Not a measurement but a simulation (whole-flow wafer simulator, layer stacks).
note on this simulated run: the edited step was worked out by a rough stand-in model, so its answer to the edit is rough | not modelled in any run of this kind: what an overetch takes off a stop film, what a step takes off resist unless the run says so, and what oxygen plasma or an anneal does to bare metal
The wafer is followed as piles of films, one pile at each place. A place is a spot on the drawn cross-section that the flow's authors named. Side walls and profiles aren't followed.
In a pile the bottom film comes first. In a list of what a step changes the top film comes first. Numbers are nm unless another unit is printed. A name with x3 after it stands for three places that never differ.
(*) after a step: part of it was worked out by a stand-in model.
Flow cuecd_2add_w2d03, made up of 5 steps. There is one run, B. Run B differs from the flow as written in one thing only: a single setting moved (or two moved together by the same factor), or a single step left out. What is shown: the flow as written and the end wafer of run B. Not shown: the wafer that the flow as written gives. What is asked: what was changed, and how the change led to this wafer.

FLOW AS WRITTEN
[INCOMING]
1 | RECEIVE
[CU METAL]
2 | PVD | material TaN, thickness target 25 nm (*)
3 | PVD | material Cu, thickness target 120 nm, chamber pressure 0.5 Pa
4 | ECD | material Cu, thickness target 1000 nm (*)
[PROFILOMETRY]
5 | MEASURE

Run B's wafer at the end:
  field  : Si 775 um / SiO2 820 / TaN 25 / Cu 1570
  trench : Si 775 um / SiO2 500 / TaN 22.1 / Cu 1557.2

Cause: step 4, ECD: thickness target 1450 nm was run, whereas the flow has thickness target 1000 nm.

The path from the change to this, step by step:
  4 | ECD | material Cu, thickness target 1000 nm (*)
      field, trench: Cu gains 1450 (in the flow as written it would be: Cu gains 1000)
